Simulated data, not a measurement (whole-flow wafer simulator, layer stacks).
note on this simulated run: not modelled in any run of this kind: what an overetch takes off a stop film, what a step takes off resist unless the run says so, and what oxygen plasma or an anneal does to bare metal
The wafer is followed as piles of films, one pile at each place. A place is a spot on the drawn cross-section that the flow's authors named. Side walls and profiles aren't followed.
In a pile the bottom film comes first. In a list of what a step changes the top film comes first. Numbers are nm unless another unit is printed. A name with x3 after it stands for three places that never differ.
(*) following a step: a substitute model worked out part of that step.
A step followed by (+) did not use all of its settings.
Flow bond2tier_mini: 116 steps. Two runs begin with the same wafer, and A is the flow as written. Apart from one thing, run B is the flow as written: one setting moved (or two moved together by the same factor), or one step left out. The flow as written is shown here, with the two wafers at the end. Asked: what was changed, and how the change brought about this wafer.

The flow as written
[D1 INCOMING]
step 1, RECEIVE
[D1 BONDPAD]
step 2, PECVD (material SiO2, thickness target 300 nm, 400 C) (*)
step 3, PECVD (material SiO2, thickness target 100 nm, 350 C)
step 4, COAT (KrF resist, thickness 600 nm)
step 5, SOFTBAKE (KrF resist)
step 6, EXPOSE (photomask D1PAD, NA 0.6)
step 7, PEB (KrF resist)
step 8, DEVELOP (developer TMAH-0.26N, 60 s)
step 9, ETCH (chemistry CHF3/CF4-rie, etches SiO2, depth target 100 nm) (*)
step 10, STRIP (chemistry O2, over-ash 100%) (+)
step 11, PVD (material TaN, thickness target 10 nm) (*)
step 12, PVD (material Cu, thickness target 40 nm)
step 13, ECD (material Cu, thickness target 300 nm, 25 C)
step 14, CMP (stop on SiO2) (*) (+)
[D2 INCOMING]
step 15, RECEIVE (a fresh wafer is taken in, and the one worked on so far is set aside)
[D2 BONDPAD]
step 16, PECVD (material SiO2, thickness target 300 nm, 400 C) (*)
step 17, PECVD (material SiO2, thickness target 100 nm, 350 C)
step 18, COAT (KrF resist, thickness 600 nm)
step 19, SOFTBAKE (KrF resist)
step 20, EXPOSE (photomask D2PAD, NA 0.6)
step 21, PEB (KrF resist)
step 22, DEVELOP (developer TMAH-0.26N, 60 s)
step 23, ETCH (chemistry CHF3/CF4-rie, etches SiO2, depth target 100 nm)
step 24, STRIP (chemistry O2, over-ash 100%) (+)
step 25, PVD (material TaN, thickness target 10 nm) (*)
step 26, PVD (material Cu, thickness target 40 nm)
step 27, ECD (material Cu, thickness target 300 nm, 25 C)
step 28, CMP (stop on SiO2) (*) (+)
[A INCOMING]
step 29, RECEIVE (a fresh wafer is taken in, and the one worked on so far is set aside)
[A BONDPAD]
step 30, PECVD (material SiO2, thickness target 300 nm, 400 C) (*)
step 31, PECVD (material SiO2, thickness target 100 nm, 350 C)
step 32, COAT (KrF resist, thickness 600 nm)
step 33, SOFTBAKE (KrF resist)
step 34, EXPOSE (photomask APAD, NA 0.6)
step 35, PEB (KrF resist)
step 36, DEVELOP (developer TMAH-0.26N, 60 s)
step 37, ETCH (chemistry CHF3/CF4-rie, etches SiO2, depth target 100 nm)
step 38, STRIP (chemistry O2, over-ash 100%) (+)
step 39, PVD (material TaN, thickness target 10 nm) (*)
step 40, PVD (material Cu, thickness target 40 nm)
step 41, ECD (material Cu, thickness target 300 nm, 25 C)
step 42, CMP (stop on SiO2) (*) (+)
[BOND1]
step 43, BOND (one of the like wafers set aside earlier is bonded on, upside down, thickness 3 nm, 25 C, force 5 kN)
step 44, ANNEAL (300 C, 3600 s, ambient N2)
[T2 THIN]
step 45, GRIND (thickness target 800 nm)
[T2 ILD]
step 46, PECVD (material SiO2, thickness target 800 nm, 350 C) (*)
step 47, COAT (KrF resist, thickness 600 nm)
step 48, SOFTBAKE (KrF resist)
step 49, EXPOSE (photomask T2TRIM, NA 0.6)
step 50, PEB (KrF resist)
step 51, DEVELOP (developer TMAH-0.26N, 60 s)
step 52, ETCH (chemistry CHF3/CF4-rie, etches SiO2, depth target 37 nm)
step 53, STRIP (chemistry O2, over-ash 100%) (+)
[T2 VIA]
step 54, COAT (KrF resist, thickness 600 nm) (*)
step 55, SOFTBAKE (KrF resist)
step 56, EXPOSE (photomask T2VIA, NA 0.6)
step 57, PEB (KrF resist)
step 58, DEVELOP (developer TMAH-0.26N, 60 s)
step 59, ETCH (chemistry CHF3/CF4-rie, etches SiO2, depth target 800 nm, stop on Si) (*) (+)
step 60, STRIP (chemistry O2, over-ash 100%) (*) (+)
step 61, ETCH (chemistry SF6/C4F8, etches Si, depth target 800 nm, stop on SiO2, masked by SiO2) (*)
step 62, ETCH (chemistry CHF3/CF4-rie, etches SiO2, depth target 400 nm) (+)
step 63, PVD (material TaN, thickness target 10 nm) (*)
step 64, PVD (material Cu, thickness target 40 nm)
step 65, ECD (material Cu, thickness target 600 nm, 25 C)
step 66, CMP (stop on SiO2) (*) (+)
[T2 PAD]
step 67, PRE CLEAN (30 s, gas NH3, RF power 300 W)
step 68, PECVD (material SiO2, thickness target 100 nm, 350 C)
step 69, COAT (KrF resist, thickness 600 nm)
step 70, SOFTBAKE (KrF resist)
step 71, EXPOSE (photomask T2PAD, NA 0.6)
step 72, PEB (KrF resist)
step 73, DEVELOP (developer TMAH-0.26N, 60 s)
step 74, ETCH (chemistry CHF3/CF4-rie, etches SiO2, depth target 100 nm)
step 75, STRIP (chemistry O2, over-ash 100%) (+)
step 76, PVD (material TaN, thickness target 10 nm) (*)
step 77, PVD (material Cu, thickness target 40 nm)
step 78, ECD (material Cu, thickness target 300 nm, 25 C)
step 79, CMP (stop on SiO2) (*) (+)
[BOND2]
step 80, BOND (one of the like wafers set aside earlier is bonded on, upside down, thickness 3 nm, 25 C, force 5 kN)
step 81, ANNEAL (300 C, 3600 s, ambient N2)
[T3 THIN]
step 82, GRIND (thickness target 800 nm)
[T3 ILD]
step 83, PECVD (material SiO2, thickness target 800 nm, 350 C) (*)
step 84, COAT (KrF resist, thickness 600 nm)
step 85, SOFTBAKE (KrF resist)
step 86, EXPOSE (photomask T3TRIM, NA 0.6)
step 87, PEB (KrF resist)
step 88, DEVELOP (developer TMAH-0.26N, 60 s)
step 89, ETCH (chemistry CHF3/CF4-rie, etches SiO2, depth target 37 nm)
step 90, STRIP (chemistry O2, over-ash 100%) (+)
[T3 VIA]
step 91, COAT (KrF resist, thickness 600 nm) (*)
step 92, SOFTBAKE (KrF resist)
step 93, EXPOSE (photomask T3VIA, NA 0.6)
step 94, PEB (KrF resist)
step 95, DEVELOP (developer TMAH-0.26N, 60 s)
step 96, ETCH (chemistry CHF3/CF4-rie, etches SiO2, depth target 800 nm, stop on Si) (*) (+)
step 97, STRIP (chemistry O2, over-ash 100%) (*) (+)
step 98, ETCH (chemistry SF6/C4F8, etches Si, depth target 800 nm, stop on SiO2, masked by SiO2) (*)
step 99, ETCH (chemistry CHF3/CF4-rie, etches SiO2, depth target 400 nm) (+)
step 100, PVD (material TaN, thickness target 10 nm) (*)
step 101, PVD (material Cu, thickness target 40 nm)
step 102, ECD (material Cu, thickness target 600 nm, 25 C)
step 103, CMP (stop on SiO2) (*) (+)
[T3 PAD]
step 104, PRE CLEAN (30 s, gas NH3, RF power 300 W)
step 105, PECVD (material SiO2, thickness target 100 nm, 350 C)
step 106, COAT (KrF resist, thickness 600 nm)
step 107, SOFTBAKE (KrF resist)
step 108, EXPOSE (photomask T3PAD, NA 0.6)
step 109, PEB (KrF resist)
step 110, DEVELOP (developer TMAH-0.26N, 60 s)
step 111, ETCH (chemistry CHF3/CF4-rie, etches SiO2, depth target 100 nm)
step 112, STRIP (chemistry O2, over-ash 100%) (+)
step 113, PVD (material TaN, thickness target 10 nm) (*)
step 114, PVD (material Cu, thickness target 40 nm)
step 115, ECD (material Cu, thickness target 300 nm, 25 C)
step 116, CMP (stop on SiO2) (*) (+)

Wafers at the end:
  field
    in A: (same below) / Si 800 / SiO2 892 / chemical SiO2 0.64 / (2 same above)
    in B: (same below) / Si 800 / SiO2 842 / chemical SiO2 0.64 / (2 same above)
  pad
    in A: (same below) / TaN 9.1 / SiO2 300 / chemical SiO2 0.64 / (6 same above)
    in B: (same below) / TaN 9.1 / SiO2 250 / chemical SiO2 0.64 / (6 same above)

Cause: step 17, PECVD: thickness target 50 nm was run, though the flow has thickness target 100 nm.

The path from the change to this, step by step:
  step 17, PECVD (material SiO2, thickness target 100 nm, 350 C)
      field, pad, via: A SiO2 gains 100 | B SiO2 gains 50
  step 80, BOND (one of the like wafers set aside earlier is bonded on, upside down, thickness 3 nm, 25 C, force 5 kN)
      field: A Si gains 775 um (new film), chemical SiO2 gains 0.64 (new film), SiO2 gains 400 | B Si gains 775 um (new film), chemical SiO2 gains 0.64 (new film), SiO2 gains 350
      pad: A Si gains 775 um (new film), chemical SiO2 gains 0.64 (new film), SiO2 gains 300 (new film), TaN gains 9.1 (new film), Cu gains 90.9 | B Si gains 775 um (new film), chemical SiO2 gains 0.64 (new film), SiO2 gains 250 (new film), TaN gains 9.1 (new film), Cu gains 90.9
